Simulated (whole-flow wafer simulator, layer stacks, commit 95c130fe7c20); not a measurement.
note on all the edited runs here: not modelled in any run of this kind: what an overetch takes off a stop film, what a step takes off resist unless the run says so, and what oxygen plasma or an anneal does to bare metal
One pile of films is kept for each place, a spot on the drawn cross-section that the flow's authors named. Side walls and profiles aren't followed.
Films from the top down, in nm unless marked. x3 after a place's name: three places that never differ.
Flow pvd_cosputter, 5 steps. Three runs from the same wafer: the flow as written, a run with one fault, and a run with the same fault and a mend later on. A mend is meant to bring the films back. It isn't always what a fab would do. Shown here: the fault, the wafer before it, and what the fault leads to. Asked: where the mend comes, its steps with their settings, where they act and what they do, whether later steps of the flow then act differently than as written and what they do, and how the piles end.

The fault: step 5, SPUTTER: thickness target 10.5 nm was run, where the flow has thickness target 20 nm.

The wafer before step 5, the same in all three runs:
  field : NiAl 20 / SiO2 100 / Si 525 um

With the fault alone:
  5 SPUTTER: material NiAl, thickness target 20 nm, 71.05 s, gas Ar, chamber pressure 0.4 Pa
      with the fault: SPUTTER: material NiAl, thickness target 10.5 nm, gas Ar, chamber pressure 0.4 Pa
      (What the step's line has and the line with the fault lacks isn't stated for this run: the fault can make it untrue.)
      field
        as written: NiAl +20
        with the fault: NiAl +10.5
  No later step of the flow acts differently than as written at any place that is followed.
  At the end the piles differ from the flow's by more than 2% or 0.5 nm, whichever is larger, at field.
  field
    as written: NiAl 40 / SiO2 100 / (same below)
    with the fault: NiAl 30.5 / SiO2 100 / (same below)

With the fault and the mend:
  The mend comes after step 5.
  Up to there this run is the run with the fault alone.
  5a SPUTTER: material NiAl, thickness target 9.5 nm, gas Ar, chamber pressure 0.4 Pa (the flow's step 5 once more, with other settings)
      field
        NiAl +9.5
  No later step of the flow acts differently than as written at any place that is followed.
  At the end the piles are the same as the flow's at every place that both follow.
